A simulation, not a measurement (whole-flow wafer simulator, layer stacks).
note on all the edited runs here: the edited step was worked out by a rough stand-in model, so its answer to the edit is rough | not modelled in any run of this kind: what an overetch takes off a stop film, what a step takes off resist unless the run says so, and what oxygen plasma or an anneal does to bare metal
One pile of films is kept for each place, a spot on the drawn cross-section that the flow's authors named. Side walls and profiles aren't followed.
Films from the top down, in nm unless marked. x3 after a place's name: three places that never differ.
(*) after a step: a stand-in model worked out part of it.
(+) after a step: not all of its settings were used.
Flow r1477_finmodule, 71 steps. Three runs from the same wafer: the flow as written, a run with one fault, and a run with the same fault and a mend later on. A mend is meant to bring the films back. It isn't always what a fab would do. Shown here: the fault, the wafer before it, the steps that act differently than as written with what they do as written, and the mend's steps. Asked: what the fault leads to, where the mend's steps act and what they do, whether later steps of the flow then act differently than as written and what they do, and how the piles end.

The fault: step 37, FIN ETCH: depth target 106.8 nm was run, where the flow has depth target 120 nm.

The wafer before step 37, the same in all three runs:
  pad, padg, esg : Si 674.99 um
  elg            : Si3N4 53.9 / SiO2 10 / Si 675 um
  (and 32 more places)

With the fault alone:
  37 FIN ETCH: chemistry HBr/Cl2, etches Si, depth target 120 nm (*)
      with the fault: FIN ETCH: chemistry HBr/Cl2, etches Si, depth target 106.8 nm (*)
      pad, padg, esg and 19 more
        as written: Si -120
        with the fault: Si -106.8
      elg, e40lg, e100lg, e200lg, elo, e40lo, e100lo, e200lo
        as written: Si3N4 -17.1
        with the fault: Si3N4 -15.3
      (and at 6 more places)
  Later steps of the flow that act differently than as written (6 more steps differ only slightly, by at most 2% or 0.5 nm, whichever is larger, and aren't shown):
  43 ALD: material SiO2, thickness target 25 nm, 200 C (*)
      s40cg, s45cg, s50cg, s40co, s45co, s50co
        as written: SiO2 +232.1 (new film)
        with the fault: SiO2 +219.9 (new film)
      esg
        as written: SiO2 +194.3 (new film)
        with the fault: SiO2 +182.9 (new film)
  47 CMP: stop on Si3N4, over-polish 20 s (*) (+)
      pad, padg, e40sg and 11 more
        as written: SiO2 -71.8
        with the fault: SiO2 -85
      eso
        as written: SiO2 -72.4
        with the fault: SiO2 -85.6
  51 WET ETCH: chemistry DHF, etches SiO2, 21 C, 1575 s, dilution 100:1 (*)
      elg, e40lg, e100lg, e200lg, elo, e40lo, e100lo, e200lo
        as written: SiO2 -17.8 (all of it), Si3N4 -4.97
        with the fault: SiO2 -16 (all of it), Si3N4 -5.12
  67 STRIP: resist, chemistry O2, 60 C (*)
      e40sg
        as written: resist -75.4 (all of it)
        with the fault: resist -77 (all of it)
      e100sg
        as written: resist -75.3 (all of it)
        with the fault: resist -76.9 (all of it)
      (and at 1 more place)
  At the end the piles differ from the flow's by more than 2% or 0.5 nm, whichever is larger, at pad, padg, elg and 27 more.
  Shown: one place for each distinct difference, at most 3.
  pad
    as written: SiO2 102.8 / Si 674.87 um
    with the fault: SiO2 89.6 / Si 674.88 um
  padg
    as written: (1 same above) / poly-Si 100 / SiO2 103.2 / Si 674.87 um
    with the fault: (1 same above) / poly-Si 100 / SiO2 90.1 / Si 674.88 um
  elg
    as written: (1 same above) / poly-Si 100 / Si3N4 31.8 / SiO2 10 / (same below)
    with the fault: (1 same above) / poly-Si 100 / Si3N4 33.5 / SiO2 10 / (same below)

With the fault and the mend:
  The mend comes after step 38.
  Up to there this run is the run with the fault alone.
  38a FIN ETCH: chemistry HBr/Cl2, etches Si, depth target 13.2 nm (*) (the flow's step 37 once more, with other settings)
      pad, padg, esg and 19 more
        Si -13.2
      elg, e40lg, e100lg, e200lg, elo, e40lo, e100lo, e200lo
        Si3N4 -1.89
      s40sg_line, s45sg_line, s50sg_line, s40so_line, s45so_line, s50so_line
        SiO2 -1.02
  No later step of the flow acts differently than as written at any place that is followed.
  At the end the piles are the same as the flow's at every place that both follow.
